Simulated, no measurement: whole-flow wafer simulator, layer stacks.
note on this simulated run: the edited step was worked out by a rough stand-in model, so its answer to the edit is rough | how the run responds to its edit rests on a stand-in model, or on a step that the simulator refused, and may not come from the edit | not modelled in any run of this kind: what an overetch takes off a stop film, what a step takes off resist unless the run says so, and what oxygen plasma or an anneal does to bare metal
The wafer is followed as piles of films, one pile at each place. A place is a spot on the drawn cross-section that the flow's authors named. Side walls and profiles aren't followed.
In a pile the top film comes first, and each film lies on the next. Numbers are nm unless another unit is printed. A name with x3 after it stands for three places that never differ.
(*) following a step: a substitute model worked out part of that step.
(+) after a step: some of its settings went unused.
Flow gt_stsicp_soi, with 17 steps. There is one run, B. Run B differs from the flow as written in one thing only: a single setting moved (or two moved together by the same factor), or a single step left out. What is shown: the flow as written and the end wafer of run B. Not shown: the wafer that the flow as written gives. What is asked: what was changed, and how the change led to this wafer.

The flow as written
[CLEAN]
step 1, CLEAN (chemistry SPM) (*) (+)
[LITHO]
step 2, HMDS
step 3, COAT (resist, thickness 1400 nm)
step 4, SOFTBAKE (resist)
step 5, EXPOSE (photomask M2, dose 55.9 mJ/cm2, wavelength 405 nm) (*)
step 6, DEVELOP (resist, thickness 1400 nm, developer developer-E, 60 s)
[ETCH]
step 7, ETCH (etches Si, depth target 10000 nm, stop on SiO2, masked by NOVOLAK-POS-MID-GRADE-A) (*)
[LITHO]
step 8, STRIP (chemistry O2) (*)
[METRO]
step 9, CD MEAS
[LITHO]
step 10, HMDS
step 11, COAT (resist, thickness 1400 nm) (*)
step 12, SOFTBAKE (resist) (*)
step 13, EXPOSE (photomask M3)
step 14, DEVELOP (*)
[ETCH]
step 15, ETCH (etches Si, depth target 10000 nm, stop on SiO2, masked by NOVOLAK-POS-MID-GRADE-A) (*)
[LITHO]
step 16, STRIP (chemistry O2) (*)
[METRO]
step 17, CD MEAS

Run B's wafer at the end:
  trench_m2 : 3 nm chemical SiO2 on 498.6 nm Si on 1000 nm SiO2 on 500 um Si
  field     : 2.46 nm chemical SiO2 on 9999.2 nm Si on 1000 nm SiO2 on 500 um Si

The reason: step 7, ETCH: depth target 9500 nm was run, while the flow as written has depth target 10000 nm.

How this came from the change, step by step:
  step 7, ETCH (etches Si, depth target 10000 nm, stop on SiO2, masked by NOVOLAK-POS-MID-GRADE-A) (*)
      trench_m2: chemical SiO2 loses 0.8 (all of it), Si loses 9500 (in the flow as written it would be: chemical SiO2 loses 0.8 (all of it), Si loses 9999.9 (all of it))
      field, trench_m3: resist loses 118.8 (in the flow as written it would be: resist loses 125)
  step 8, STRIP (chemistry O2) (*)
      trench_m2: chemical SiO2 gains 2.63 (new film), Si loses 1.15 (in the flow as written it would be: nothing)
  step 11, COAT (resist, thickness 1400 nm) (*)
      trench_m2: resist gains 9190 (new film) (in the flow as written it would be: resist gains 9583.4 (new film))
  step 16, STRIP (chemistry O2) (*)
      trench_m2: resist loses 9065 (all of it), chemical SiO2 gains 0.37, Si loses 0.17 (in the flow as written it would be: resist loses 9458.4 (all of it))
